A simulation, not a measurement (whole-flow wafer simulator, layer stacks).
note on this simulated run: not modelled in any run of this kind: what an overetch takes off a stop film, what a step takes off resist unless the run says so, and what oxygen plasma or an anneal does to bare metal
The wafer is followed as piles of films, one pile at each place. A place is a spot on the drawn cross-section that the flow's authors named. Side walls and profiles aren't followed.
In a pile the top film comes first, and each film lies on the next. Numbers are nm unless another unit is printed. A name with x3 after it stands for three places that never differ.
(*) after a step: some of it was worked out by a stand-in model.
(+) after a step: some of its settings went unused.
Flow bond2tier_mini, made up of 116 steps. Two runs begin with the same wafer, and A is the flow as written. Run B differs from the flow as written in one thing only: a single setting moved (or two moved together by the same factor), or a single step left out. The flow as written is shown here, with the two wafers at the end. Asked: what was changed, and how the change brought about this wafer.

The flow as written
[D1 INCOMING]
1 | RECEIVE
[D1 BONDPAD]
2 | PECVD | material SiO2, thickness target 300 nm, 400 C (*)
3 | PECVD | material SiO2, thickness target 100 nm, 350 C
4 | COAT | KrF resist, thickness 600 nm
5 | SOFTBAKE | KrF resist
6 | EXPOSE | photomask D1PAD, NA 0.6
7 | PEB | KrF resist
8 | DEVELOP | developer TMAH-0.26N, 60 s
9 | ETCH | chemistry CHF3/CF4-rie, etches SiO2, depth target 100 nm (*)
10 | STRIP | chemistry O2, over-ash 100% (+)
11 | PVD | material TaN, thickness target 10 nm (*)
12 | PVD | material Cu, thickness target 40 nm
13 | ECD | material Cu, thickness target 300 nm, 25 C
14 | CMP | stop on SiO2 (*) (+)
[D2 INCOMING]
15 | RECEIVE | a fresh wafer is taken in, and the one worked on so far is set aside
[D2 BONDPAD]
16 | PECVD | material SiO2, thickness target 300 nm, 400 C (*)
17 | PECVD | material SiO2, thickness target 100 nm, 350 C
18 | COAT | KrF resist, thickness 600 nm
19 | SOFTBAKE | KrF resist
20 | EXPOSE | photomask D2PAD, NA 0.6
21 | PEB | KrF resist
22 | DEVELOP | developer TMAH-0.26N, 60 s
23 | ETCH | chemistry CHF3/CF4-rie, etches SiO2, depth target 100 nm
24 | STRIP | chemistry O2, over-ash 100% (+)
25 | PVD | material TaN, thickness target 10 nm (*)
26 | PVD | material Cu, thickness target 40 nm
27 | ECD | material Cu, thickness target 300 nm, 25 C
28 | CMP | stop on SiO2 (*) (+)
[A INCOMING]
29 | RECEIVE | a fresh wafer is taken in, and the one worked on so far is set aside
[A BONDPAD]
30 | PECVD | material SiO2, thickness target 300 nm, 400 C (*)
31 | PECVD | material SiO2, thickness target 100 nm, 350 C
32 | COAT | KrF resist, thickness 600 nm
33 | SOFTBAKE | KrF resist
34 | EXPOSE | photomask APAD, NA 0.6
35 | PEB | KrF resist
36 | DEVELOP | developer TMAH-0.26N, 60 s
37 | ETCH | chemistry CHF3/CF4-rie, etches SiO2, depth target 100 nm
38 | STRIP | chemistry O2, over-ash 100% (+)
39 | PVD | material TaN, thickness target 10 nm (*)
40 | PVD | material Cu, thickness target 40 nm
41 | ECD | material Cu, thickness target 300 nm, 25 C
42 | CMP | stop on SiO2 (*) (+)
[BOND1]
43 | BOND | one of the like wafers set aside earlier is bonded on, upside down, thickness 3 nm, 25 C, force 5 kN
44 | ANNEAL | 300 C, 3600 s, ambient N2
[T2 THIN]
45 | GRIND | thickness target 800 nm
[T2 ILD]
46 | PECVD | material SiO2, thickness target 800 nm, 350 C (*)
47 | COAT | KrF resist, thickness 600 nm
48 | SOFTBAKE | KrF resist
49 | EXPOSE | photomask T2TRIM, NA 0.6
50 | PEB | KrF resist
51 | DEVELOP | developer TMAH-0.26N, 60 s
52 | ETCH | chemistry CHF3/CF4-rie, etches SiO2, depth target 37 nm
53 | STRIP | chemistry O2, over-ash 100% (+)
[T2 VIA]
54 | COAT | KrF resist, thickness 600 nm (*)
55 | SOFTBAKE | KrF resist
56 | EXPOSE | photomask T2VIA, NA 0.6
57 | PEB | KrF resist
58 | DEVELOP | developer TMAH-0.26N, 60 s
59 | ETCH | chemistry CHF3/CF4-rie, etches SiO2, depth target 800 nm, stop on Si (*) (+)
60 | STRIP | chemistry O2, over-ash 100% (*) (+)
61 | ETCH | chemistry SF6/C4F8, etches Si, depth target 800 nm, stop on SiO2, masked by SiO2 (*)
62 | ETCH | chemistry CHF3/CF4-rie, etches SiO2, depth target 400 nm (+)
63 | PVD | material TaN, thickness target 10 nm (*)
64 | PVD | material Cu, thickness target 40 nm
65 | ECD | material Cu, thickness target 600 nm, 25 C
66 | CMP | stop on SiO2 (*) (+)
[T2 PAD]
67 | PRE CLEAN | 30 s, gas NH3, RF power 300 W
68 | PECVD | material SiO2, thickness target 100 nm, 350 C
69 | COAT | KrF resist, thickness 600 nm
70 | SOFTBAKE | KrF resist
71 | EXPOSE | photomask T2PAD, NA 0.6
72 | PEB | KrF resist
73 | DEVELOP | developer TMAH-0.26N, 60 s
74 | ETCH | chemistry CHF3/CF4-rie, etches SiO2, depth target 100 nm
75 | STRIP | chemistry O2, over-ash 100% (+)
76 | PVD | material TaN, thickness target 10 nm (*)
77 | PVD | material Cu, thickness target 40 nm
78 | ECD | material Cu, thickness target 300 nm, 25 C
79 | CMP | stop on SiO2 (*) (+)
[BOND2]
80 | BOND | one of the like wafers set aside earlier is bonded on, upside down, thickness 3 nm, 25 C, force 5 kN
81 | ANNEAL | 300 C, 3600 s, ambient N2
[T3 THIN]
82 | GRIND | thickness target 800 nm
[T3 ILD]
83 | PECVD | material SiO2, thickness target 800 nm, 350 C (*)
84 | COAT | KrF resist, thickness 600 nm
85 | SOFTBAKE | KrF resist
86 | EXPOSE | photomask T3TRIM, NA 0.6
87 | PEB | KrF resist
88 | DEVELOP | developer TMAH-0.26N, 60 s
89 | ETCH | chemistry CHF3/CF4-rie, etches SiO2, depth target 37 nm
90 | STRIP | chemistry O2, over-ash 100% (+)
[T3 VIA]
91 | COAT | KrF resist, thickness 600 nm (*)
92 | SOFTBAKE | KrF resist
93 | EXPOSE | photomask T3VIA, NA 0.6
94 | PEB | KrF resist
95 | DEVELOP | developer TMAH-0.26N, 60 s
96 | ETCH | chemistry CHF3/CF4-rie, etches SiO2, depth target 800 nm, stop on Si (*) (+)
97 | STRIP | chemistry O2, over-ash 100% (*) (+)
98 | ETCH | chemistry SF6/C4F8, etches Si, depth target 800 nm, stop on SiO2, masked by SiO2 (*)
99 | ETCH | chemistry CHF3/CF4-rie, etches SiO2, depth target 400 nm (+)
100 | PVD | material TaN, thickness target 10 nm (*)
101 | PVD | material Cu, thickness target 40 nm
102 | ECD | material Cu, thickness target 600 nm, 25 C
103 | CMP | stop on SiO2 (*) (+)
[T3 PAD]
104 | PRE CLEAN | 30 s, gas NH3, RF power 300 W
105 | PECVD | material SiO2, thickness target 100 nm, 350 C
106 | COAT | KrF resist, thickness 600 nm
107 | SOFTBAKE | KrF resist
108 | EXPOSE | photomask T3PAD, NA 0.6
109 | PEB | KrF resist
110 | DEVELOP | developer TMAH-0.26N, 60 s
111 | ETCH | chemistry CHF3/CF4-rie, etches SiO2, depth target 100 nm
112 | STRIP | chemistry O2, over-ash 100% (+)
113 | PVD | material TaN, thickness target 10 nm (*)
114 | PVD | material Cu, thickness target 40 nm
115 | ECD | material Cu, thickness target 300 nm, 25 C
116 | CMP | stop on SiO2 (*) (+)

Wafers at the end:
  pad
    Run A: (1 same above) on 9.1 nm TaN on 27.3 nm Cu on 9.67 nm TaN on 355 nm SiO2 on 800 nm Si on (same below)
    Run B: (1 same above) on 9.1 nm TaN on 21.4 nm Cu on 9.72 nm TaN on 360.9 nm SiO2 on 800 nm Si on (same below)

The reason: step 89, ETCH: depth target 31.1 nm was run, though the flow has depth target 37 nm.

Step by step, how the change led to this:
  89 | ETCH | chemistry CHF3/CF4-rie, etches SiO2, depth target 37 nm
      field: A KrF resist loses 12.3 | B KrF resist loses 10.4
      pad: A SiO2 loses 37 | B SiO2 loses 31.1
